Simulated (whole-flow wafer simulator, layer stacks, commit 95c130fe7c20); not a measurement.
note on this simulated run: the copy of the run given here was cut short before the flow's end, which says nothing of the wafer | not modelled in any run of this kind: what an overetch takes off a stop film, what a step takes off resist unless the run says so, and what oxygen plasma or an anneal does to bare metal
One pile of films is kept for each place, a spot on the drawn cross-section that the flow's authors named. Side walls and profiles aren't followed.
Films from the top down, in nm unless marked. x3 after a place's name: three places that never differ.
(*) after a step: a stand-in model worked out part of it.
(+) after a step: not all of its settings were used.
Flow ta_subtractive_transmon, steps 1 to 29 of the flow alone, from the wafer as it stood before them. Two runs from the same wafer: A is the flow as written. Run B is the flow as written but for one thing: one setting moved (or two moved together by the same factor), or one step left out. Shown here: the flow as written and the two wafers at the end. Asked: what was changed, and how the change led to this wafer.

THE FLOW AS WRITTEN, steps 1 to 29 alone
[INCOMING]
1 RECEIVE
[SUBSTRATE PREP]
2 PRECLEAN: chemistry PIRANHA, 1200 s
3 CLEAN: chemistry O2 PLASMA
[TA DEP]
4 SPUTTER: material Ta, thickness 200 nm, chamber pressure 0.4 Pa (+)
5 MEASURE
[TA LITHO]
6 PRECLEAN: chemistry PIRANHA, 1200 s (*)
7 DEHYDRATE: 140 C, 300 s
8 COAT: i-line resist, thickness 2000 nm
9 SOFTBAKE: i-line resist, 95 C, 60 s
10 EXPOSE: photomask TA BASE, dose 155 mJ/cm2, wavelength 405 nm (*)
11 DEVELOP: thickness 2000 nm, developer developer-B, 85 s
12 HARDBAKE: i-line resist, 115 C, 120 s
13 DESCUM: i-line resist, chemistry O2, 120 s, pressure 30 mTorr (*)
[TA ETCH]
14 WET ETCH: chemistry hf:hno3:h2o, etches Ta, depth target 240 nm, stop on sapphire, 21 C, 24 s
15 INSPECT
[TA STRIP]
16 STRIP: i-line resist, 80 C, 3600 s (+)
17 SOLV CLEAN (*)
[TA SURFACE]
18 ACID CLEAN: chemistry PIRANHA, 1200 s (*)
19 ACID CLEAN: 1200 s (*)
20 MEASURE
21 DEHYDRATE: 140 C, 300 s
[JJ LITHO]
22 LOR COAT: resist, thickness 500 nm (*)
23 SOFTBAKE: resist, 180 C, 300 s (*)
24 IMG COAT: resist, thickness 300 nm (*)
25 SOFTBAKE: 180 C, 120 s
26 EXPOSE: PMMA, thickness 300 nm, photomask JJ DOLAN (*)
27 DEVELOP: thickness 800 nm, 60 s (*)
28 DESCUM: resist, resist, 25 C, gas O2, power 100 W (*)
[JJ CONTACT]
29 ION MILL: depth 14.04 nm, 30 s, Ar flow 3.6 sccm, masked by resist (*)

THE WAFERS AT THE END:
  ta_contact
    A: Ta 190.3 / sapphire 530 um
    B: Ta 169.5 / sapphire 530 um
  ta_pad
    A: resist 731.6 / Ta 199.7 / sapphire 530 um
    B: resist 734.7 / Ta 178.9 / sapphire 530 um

The cause: step 4, SPUTTER: thickness 179.2 nm was run, where the flow has thickness 200 nm.

How the change led to this, step by step:
  4 SPUTTER: material Ta, thickness 200 nm, chamber pressure 0.4 Pa (+)
      field x2, jj_line, lead, ta_contact, ta_pad: A Ta +200 (new film) | B Ta +179.2 (new film)
  14 WET ETCH: chemistry hf:hno3:h2o, etches Ta, depth target 240 nm, stop on sapphire, 21 C, 24 s
      field x2, jj_line, lead: A Ta -200 (all of it) | B Ta -179.2 (all of it)
